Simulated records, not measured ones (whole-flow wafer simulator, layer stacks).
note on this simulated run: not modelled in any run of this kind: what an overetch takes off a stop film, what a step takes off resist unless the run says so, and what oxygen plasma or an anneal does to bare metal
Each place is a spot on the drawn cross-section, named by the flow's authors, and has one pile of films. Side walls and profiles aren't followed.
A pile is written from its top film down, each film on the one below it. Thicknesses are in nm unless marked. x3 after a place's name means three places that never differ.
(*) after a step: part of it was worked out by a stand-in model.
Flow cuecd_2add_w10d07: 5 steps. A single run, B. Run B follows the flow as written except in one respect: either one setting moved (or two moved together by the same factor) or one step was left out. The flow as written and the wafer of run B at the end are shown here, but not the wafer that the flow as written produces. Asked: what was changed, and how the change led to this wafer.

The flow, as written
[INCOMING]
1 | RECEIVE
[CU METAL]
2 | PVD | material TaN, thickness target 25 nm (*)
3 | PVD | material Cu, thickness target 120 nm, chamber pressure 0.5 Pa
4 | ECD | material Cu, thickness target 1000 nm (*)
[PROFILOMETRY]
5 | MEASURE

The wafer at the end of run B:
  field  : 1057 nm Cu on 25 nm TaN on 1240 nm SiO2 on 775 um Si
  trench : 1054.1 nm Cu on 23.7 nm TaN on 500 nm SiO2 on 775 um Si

The reason: step 3, PVD: thickness target 57 nm was run, though the flow has thickness target 120 nm.

Step by step, how the change led to this:
  3 | PVD | material Cu, thickness target 120 nm, chamber pressure 0.5 Pa
      field: +57 Cu (new film) (in the flow as written it would be: +120 Cu (new film))
      trench: +54.1 Cu (new film) (in the flow as written it would be: +114 Cu (new film))
